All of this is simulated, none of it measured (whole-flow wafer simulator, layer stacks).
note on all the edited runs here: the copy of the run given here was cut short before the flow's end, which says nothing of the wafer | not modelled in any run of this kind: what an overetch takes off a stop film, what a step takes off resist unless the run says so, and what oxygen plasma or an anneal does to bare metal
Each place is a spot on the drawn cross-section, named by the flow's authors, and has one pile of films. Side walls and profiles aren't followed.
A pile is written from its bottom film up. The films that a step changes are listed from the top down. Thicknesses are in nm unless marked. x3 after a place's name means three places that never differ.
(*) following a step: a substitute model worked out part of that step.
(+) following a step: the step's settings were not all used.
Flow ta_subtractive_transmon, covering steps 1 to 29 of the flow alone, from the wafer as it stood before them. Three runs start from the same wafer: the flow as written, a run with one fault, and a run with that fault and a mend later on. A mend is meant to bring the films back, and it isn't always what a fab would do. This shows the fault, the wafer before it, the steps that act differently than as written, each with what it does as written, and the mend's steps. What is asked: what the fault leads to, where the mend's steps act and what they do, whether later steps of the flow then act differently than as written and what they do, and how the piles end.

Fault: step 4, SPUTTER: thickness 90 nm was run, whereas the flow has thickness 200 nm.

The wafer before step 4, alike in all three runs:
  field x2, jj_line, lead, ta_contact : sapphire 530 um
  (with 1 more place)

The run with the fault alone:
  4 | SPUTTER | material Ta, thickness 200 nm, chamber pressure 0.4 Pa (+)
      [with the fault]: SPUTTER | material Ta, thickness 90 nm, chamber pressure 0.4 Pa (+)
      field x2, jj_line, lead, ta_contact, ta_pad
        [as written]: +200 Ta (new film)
        [with the fault]: +90 Ta (new film)
  Later steps of the flow acting differently than as written:
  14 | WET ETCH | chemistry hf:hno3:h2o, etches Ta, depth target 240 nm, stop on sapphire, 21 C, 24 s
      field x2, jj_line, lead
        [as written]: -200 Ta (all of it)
        [with the fault]: -90 Ta (all of it)
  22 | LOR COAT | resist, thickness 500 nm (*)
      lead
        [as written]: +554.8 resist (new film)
        [with the fault]: +525.6 resist (new film)
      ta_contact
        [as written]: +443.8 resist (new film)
        [with the fault]: +473.5 resist (new film)
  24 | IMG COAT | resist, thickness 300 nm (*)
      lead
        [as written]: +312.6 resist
        [with the fault]: +305.6 resist
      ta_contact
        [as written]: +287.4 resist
        [with the fault]: +294.5 resist
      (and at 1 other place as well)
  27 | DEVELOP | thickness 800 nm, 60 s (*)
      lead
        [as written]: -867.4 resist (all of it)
        [with the fault]: -831.2 resist (all of it)
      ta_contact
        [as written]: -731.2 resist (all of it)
        [with the fault]: -768 resist (all of it)
  The piles end different from the flow's at ta_contact, ta_pad by more than 2% or 0.5 nm, whichever is larger.
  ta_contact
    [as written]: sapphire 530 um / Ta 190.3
    [with the fault]: sapphire 530 um / Ta 80.3
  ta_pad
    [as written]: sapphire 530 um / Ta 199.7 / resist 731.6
    [with the fault]: sapphire 530 um / Ta 89.7 / resist 749.7

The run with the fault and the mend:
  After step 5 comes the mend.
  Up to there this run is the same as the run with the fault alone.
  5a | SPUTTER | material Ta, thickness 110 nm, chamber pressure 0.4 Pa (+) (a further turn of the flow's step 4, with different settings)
      field x2, jj_line, lead, ta_contact, ta_pad
        +110 Ta
  None of the later steps of the flow acts differently than as written at any place that is followed.
  The piles end the same as the flow's at every place that both follow.
